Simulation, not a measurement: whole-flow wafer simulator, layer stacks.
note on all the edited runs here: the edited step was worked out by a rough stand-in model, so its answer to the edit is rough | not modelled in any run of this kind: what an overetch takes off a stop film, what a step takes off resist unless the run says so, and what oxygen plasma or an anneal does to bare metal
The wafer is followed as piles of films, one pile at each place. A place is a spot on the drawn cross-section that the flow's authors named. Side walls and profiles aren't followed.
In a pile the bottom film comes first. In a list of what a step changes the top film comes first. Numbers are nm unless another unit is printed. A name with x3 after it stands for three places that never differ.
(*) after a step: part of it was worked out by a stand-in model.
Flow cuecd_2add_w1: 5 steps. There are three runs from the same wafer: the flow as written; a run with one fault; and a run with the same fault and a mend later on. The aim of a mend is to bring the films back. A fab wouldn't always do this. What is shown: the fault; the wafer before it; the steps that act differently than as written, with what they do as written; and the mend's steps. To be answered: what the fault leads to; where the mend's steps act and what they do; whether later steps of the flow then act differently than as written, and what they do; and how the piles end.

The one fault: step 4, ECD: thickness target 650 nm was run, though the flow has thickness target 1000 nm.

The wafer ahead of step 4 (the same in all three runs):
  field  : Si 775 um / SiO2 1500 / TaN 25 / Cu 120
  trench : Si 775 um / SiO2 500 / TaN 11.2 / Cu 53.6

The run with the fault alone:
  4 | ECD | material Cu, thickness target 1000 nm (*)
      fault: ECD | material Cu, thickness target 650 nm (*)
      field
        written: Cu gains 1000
        fault: Cu gains 650
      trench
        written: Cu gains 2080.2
        fault: Cu gains 1730.2
  None of the later steps of the flow acts differently than as written at any place that is followed.
  At field, trench, the piles at the end differ from the flow's by more than 2% or 0.5 nm, whichever is larger.
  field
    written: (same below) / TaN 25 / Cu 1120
    fault: (same below) / TaN 25 / Cu 770
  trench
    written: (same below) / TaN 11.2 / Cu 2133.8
    fault: (same below) / TaN 11.2 / Cu 1783.8

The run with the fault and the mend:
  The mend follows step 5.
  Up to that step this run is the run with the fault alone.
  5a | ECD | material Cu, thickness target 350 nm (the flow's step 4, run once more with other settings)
      field, trench
        Cu gains 350
  None of the later steps of the flow acts differently than as written at any place that is followed.
  The piles end the same as the flow's at every place that both follow.
